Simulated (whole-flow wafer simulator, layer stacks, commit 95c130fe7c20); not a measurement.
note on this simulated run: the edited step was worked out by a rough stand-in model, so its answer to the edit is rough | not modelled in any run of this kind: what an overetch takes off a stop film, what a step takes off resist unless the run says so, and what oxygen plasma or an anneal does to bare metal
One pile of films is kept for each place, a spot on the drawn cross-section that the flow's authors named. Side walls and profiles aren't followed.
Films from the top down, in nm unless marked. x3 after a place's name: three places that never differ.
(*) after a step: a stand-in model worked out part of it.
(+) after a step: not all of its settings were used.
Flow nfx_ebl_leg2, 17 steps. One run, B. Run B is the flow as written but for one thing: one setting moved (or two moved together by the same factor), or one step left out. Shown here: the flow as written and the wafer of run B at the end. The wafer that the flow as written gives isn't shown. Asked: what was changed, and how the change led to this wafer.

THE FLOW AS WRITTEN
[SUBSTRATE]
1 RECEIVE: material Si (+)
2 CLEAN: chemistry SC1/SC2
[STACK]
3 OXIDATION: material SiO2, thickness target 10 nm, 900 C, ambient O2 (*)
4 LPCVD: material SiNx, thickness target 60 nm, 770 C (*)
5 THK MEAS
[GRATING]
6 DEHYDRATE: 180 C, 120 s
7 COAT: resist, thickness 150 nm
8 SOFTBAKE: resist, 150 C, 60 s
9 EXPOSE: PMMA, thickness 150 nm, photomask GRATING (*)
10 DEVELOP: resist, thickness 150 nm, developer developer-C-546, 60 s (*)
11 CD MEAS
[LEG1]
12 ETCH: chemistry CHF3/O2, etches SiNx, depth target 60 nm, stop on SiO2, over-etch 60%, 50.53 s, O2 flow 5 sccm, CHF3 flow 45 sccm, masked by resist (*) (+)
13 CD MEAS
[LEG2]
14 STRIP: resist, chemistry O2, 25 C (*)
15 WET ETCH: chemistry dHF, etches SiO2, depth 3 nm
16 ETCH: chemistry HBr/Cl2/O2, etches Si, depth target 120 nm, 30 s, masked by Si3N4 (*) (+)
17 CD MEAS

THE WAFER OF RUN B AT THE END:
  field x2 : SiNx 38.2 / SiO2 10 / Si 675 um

The cause: step 4, LPCVD: thickness target 45 nm was run, where the flow has thickness target 60 nm.

How the change led to this, step by step:
  4 LPCVD: material SiNx, thickness target 60 nm, 770 C (*)
      field x2, pad x2: SiNx +45 (new film) (as written it would be: SiNx +60 (new film))
  12 ETCH: chemistry CHF3/O2, etches SiNx, depth target 60 nm, stop on SiO2, over-etch 60%, 50.53 s, O2 flow 5 sccm, CHF3 flow 45 sccm, masked by resist (*) (+)
      pad x2: SiNx -45 (all of it), SiO2 -10 (all of it) (as written it would be: SiNx -60 (all of it), SiO2 -10 (all of it))
